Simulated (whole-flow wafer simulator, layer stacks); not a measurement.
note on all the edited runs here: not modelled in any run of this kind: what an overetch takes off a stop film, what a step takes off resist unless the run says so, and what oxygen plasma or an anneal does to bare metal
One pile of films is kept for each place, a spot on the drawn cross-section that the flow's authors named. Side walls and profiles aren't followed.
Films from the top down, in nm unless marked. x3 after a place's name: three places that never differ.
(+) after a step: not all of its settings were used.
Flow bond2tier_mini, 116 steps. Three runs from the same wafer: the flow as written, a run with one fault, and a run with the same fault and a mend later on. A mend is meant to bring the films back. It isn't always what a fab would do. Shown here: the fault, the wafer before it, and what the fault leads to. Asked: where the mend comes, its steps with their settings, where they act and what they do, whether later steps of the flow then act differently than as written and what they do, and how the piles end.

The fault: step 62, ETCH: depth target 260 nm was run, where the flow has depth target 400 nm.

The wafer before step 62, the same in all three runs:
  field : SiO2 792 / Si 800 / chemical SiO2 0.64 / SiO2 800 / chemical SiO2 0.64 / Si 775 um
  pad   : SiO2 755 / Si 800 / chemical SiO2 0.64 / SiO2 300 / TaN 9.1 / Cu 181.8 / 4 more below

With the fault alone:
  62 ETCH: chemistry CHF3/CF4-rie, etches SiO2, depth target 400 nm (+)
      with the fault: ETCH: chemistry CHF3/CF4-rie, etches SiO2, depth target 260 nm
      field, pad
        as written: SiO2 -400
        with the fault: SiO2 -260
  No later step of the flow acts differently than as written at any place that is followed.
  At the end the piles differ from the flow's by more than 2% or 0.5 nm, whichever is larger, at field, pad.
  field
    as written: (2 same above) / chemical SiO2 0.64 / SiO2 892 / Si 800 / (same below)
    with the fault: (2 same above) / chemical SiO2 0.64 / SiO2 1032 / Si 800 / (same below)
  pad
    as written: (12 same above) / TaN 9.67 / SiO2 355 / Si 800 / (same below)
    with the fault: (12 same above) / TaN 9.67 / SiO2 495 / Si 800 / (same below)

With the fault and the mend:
  The mend comes after step 62.
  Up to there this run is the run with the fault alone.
  62a ETCH: chemistry CHF3/CF4-rie, etches SiO2, depth target 140 nm (+) (the flow's step 62 once more, with other settings)
      field, pad
        SiO2 -140
  No later step of the flow acts differently than as written at any place that is followed.
  At the end the piles are the same as the flow's at every place that both follow.
